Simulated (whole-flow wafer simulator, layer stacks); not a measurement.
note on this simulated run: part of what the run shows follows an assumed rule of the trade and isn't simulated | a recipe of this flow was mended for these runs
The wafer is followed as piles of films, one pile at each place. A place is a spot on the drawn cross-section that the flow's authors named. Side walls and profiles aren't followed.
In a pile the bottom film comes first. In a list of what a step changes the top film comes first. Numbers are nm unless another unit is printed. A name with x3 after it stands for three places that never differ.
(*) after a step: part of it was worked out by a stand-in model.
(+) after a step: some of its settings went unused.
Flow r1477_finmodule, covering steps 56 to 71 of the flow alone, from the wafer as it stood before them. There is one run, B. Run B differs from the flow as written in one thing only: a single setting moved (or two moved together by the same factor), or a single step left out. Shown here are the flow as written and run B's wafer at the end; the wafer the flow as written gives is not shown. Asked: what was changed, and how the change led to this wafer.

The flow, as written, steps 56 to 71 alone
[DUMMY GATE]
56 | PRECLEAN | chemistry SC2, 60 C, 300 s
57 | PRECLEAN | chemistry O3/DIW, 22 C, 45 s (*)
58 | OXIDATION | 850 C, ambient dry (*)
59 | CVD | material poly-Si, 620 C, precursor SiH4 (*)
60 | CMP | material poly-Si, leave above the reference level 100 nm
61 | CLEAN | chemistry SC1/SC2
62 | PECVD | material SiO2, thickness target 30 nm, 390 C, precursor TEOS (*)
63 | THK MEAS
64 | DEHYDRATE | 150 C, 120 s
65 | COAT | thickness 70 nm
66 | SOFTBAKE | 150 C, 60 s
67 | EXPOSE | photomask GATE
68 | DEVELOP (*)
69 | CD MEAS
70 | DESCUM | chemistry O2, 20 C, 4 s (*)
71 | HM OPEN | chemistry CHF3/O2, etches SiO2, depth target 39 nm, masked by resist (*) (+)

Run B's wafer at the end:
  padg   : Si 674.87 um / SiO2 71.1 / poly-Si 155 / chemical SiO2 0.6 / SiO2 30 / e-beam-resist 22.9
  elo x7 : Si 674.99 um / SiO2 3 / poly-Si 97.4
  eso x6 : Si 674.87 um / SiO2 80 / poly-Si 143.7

The reason: step 71, HM OPEN: depth target 42.2 nm was run, though the flow has depth target 39 nm.

Step by step, how the change led to this:
  71 | HM OPEN | chemistry CHF3/O2, etches SiO2, depth target 39 nm, masked by resist (*) (+)
      pad, elo x7, eso x6, e200so, s40co x3: -30 SiO2 (all of it), -0.6 chemical SiO2 (all of it), -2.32 poly-Si (in the flow as written it would be: -30 SiO2 (all of it), -0.6 chemical SiO2 (all of it), -1.68 poly-Si)
      padg, elg x7, esg x6, e200sg, s40cg x3: -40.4 e-beam-resist (in the flow as written it would be: -37.4 e-beam-resist)
